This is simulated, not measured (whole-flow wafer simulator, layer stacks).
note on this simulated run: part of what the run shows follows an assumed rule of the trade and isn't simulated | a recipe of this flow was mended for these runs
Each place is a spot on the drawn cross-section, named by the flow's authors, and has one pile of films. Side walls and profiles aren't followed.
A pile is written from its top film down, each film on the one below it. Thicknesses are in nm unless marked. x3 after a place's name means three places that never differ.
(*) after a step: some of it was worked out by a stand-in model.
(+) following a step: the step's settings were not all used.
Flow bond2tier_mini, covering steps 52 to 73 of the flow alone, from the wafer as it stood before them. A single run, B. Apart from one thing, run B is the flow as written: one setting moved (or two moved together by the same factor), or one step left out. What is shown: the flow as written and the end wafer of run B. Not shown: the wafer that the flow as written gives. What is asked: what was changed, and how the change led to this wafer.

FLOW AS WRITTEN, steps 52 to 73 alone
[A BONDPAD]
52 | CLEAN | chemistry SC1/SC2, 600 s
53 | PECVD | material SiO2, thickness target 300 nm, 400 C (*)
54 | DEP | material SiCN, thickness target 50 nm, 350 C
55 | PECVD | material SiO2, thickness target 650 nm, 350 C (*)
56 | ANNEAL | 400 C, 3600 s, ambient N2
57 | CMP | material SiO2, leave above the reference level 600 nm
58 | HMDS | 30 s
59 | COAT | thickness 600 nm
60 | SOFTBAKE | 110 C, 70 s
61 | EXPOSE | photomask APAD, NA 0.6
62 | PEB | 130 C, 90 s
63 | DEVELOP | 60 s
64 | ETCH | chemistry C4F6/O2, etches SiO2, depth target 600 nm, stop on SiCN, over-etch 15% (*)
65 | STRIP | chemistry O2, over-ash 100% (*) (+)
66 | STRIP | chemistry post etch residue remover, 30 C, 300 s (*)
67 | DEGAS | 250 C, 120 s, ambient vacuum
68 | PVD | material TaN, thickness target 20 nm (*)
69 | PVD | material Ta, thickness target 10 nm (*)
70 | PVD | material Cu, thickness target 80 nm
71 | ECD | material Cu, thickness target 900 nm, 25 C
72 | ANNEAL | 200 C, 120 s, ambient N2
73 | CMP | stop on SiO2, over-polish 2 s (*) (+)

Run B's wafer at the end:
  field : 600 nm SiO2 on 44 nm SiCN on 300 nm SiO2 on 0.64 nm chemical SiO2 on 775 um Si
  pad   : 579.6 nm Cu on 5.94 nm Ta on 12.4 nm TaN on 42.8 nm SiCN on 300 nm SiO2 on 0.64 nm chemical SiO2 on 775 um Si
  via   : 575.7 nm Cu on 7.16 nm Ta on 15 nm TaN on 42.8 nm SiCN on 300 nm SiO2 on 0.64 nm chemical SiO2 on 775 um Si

Cause: step 54, DEP: thickness target 44 nm was run, though the flow has thickness target 50 nm; step 64, ETCH: depth target 528 nm was run, where the flow has depth target 600 nm.
The wafer lets one read it off: field has SiCN 44, and step 54 as written asks for 50 nm.

How this came from the change, step by step:
  54 | DEP | material SiCN, thickness target 50 nm, 350 C
      field, pad, via: SiCN gains 44 (new film) (it would be, as written: SiCN gains 50 (new film))
  64 | ETCH | chemistry C4F6/O2, etches SiO2, depth target 600 nm, stop on SiCN, over-etch 15% (*)
      pad, via: SiO2 loses 600 (all of it), SiCN loses 1.21 (it would be, as written: SiO2 loses 600 (all of it), SiCN loses 15.2)
      field: thick-KrF-resist loses 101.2 (it would be, as written: thick-KrF-resist loses 115)
  65 | STRIP | chemistry O2, over-ash 100% (*) (+)
      field: thick-KrF-resist loses 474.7 (all of it) (it would be, as written: thick-KrF-resist loses 460.9 (all of it))
